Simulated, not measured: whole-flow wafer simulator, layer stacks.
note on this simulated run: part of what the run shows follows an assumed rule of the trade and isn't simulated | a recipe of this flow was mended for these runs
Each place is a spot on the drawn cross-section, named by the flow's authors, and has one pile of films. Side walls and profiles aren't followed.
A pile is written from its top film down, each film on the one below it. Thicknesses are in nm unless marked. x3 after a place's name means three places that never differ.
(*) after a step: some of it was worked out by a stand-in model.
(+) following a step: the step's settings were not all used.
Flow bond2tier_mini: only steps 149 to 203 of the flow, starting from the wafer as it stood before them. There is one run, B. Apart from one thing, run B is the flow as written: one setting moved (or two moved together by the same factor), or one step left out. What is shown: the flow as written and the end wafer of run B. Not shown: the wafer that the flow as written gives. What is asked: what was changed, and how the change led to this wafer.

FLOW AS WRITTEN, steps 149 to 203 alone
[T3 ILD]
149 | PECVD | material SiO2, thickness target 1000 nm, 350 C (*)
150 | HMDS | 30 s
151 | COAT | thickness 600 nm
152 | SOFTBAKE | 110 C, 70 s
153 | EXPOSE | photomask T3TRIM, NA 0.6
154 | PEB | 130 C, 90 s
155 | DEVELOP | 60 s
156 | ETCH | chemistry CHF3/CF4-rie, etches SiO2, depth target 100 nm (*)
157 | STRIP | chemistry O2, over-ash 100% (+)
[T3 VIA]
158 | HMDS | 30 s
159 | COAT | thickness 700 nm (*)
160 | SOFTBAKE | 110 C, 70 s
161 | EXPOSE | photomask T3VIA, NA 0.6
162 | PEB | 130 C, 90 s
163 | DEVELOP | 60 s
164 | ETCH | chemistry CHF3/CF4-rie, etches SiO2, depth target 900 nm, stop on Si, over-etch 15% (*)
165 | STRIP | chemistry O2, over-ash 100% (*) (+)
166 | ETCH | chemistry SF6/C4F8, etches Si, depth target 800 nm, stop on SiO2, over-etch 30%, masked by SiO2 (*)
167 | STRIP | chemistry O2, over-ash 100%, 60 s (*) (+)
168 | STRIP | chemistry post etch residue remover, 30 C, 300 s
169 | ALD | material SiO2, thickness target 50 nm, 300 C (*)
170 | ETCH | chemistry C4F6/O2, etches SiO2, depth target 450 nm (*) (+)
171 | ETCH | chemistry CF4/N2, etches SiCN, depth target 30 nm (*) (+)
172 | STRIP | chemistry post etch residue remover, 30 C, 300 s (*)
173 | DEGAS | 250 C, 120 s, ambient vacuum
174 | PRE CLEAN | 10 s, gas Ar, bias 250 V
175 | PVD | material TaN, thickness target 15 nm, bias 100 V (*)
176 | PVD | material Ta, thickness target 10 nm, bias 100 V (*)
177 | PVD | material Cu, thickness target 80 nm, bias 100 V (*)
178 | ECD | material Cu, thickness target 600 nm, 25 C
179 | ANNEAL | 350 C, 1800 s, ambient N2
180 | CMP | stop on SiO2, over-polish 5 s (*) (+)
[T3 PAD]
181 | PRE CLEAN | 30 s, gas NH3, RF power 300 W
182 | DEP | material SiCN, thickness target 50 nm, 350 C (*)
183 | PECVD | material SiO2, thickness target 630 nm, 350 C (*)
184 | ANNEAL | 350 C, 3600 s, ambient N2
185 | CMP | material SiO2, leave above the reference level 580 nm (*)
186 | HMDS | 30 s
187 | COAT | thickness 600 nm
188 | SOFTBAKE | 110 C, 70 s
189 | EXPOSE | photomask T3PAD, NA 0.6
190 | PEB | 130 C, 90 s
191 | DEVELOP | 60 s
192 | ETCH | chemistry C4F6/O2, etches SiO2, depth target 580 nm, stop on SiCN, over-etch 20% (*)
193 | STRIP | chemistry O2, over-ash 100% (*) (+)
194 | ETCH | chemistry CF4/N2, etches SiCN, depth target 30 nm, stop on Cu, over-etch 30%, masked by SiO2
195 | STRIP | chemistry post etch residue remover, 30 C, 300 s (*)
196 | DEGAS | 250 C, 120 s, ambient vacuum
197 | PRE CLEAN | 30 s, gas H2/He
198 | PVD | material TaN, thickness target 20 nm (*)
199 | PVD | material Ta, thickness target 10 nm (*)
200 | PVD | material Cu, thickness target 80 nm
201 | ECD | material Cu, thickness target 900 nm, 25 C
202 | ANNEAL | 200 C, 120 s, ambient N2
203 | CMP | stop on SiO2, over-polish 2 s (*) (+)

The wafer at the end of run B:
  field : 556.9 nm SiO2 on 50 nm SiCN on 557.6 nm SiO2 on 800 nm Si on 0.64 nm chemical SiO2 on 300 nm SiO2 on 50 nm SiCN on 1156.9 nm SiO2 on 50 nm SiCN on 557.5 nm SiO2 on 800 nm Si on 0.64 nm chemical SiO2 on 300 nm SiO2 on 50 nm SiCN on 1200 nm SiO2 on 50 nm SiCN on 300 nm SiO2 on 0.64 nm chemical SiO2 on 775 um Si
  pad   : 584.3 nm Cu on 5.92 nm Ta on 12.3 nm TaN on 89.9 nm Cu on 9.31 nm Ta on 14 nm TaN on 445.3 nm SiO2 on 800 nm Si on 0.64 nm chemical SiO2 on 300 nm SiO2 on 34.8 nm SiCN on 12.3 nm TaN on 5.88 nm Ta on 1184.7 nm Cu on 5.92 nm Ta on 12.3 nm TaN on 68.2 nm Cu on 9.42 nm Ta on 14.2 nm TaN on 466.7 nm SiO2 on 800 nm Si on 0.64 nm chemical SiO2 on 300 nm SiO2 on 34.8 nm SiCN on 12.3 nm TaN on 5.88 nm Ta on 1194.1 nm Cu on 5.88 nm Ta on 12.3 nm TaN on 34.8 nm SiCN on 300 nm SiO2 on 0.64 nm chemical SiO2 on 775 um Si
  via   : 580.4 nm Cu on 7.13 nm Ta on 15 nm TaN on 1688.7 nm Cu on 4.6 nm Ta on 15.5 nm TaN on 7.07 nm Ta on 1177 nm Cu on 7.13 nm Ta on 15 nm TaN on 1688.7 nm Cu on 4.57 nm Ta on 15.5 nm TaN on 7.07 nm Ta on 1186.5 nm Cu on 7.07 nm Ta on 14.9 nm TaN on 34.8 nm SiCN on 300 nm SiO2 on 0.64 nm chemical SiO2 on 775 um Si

The reason: step 156, ETCH: depth target 121.6 nm was run, while the flow as written has depth target 100 nm.

How this came from the change, step by step:
  156 | ETCH | chemistry CHF3/CF4-rie, etches SiO2, depth target 100 nm (*)
      pad, via: -121.6 SiO2 (as written it would have been: -100 SiO2)
      field: -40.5 thick-KrF-resist (as written it would have been: -33.3 thick-KrF-resist)
  164 | ETCH | chemistry CHF3/CF4-rie, etches SiO2, depth target 900 nm, stop on Si, over-etch 15% (*)
      field, pad: -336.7 thick-KrF-resist (as written it would have been: -345 thick-KrF-resist)
      via: -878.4 SiO2 (all of it), -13 Si (as written it would have been: -900 SiO2 (all of it), -11.2 Si)
  165 | STRIP | chemistry O2, over-ash 100% (*) (+)
      pad: -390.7 thick-KrF-resist (all of it) (as written it would have been: -372.9 thick-KrF-resist (all of it))
  178 | ECD | material Cu, thickness target 600 nm, 25 C
      pad: +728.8 Cu (as written it would have been: +706.1 Cu)
